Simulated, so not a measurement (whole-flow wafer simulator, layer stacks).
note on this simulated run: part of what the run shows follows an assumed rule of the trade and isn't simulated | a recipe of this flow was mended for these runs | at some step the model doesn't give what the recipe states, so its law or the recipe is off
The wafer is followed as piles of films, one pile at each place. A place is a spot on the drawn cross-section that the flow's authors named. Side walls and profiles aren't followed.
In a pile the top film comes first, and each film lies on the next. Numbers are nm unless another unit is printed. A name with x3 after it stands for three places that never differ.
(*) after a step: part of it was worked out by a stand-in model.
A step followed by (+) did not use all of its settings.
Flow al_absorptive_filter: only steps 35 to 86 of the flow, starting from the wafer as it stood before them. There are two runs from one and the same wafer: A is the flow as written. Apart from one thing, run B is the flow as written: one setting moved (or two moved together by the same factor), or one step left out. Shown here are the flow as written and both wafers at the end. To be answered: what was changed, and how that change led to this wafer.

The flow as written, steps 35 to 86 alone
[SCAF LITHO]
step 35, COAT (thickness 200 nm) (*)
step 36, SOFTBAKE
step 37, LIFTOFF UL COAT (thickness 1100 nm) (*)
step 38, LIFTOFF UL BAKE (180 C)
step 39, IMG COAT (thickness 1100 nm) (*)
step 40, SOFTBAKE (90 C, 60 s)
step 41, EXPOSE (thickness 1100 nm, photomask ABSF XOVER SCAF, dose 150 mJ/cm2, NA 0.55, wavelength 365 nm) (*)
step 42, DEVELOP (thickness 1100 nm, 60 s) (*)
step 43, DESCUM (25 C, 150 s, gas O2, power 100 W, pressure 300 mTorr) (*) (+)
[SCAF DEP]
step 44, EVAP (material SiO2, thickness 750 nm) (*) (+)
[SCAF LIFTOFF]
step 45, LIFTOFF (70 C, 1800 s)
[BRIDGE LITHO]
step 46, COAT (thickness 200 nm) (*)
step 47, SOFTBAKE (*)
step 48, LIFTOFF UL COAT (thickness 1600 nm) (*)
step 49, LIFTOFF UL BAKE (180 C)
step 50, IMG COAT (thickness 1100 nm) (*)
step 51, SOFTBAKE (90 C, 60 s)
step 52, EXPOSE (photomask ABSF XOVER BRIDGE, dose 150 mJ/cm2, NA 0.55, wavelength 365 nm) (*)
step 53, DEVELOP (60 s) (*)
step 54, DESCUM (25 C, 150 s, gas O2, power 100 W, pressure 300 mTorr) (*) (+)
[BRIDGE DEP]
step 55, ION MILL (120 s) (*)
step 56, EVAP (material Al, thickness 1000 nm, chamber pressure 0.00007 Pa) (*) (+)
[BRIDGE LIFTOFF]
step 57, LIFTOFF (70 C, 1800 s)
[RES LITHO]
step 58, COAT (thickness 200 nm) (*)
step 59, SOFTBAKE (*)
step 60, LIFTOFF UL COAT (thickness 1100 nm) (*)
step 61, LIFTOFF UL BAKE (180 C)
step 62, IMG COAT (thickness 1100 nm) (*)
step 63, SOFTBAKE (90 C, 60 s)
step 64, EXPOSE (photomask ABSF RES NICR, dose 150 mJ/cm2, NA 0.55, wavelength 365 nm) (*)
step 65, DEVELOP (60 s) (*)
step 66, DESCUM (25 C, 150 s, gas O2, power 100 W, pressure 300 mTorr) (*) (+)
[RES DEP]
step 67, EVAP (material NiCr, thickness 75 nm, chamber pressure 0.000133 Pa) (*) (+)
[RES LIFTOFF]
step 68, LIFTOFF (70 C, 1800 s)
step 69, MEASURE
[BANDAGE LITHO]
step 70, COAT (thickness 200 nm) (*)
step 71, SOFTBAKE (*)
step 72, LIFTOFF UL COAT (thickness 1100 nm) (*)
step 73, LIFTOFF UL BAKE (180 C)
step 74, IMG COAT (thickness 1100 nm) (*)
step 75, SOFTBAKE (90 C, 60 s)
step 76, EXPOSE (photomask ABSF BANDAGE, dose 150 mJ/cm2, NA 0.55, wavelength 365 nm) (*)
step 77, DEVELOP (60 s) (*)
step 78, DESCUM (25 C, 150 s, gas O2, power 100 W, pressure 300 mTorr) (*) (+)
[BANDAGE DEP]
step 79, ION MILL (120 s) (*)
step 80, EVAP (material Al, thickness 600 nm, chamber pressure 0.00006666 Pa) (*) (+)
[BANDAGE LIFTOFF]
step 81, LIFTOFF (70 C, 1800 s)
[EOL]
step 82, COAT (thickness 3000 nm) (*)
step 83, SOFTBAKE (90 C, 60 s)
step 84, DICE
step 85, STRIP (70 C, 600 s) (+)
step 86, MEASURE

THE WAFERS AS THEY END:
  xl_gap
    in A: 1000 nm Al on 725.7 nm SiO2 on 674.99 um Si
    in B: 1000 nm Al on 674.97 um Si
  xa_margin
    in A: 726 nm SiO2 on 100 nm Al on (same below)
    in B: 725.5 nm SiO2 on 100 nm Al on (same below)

Cause: step 43, DESCUM: 114 s was run, though the flow has 150 s.

The path from the change to this, step by step:
  step 43, DESCUM (25 C, 150 s, gas O2, power 100 W, pressure 300 mTorr) (*) (+)
      xl_gap: A acrylic-e-beam-resist loses 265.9 (all of it) | B acrylic-e-beam-resist loses 242.5
      gnd, pad_far, pad_near and 7 more: A i-line-resist loses 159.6 | B i-line-resist loses 121.3
  step 45, LIFTOFF (70 C, 1800 s)
      xl_gap: A nothing | B SiO2 loses 750 (all of it), acrylic-e-beam-resist loses 23.4 (all of it)
      gnd, xa_field, xl_land, idc_field: A SiO2 loses 750 (all of it), i-line-resist loses 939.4 (all of it), lift-off-underlayer loses 1100 (all of it), acrylic-e-beam-resist loses 200 (all of it) | B SiO2 loses 750 (all of it), i-line-resist loses 977.7 (all of it), lift-off-underlayer loses 1100 (all of it), acrylic-e-beam-resist loses 200 (all of it)
      (as well as at 6 more places)
  step 46, COAT (thickness 200 nm) (*)
      xl_land: A acrylic-e-beam-resist gains 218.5 (new film) | B acrylic-e-beam-resist gains 174.7 (new film)
      xl_gap: A acrylic-e-beam-resist gains 97.9 (new film) | B acrylic-e-beam-resist gains 467.8 (new film)
      (as well as at 1 more place)
  step 48, LIFTOFF UL COAT (thickness 1600 nm) (*)
      xl_gap: A lift-off-underlayer gains 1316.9 (new film) | B lift-off-underlayer gains 1621.4 (new film)
      xl_turn: A lift-off-underlayer gains 1215.9 (new film) | B lift-off-underlayer gains 1163.2 (new film)
  step 53, DEVELOP (60 s) (*)
      xl_gap: A i-line-resist loses 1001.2 (all of it), lift-off-underlayer loses 1316.9 (all of it) | B i-line-resist loses 1010.3 (all of it), lift-off-underlayer loses 1621.4 (all of it)
      xl_turn: A i-line-resist loses 967.9 (all of it), lift-off-underlayer loses 1215.9 (all of it) | B i-line-resist loses 974.7 (all of it), lift-off-underlayer loses 1163.2 (all of it)
  step 54, DESCUM (25 C, 150 s, gas O2, power 100 W, pressure 300 mTorr) (*) (+)
      gnd, pad_far, pad_near and 7 more: A i-line-resist loses 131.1 | B i-line-resist loses 280.7
      xl_land: A acrylic-e-beam-resist loses 218.5 (all of it) | B acrylic-e-beam-resist loses 174.7 (all of it)
      (as well as at 2 more places)
  step 55, ION MILL (120 s) (*)
      xl_gap: A SiO2 loses 24.3 | B Si loses 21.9
  step 57, LIFTOFF (70 C, 1800 s)
      gnd, xa_field, idc_field: A Al loses 1000 (all of it), i-line-resist loses 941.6 (all of it), lift-off-underlayer loses 1600 (all of it), acrylic-e-beam-resist loses 200 (all of it) | B Al loses 1000 (all of it), i-line-resist loses 792.1 (all of it), lift-off-underlayer loses 1600 (all of it), acrylic-e-beam-resist loses 200 (all of it)
      pad_far: A Al loses 1000 (all of it), i-line-resist loses 940.5 (all of it), lift-off-underlayer loses 1591.1 (all of it), acrylic-e-beam-resist loses 198.5 (all of it) | B Al loses 1000 (all of it), i-line-resist loses 791 (all of it), lift-off-underlayer loses 1591.1 (all of it), acrylic-e-beam-resist loses 198.5 (all of it)
      (as well as at 6 more places)
  step 58, COAT (thickness 200 nm) (*)
      xl_gap: A acrylic-e-beam-resist gains 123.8 (new film) | B acrylic-e-beam-resist gains 769.1 (new film)
      xl_turn: A acrylic-e-beam-resist gains 146.6 (new film) | B acrylic-e-beam-resist gains 127.8 (new film)
  step 60, LIFTOFF UL COAT (thickness 1100 nm) (*)
      xl_gap: A lift-off-underlayer gains 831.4 (new film) | B lift-off-underlayer gains 900.7 (new film)
  step 68, LIFTOFF (70 C, 1800 s)
      xl_gap: A NiCr loses 75 (all of it), i-line-resist loses 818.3 (all of it), lift-off-underlayer loses 831.4 (all of it), acrylic-e-beam-resist loses 123.8 (all of it) | B NiCr loses 75 (all of it), i-line-resist loses 828.2 (all of it), lift-off-underlayer loses 900.7 (all of it), acrylic-e-beam-resist loses 769.1 (all of it)
      xl_turn: A NiCr loses 75 (all of it), i-line-resist loses 760.9 (all of it), lift-off-underlayer loses 781.4 (all of it), acrylic-e-beam-resist loses 146.6 (all of it) | B NiCr loses 75 (all of it), i-line-resist loses 769.7 (all of it), lift-off-underlayer loses 767.3 (all of it), acrylic-e-beam-resist loses 127.8 (all of it)
  step 70, COAT (thickness 200 nm) (*)
      xl_gap: A acrylic-e-beam-resist gains 114.6 (new film) | B acrylic-e-beam-resist gains 662.9 (new film)
      xl_turn: A acrylic-e-beam-resist gains 144.3 (new film) | B acrylic-e-beam-resist gains 124.2 (new film)
  step 72, LIFTOFF UL COAT (thickness 1100 nm) (*)
      xl_gap: A lift-off-underlayer gains 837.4 (new film) | B lift-off-underlayer gains 981.1 (new film)
      xl_turn: A lift-off-underlayer gains 781 (new film) | B lift-off-underlayer gains 748.6 (new film)
  step 81, LIFTOFF (70 C, 1800 s)
      xl_gap: A Al loses 600 (all of it), i-line-resist loses 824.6 (all of it), lift-off-underlayer loses 837.4 (all of it), acrylic-e-beam-resist loses 114.6 (all of it) | B Al loses 600 (all of it), i-line-resist loses 838.8 (all of it), lift-off-underlayer loses 981.1 (all of it), acrylic-e-beam-resist loses 662.9 (all of it)
      xl_turn: A Al loses 600 (all of it), i-line-resist loses 766.6 (all of it), lift-off-underlayer loses 781 (all of it), acrylic-e-beam-resist loses 144.3 (all of it) | B Al loses 600 (all of it), i-line-resist loses 776.7 (all of it), lift-off-underlayer loses 748.6 (all of it), acrylic-e-beam-resist loses 124.2 (all of it)
  step 82, COAT (thickness 3000 nm) (*)
      xl_gap: A i-line-resist gains 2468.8 (new film) | B i-line-resist gains 3187.4 (new film)
  step 83, SOFTBAKE (90 C, 60 s)
      xl_gap: A i-line-resist loses 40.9 | B i-line-resist loses 36
      xl_turn: A i-line-resist loses 52 | B i-line-resist loses 43.7
  step 85, STRIP (70 C, 600 s) (+)
      xl_gap: A i-line-resist loses 2427.9 (all of it) | B i-line-resist loses 3151.4 (all of it)
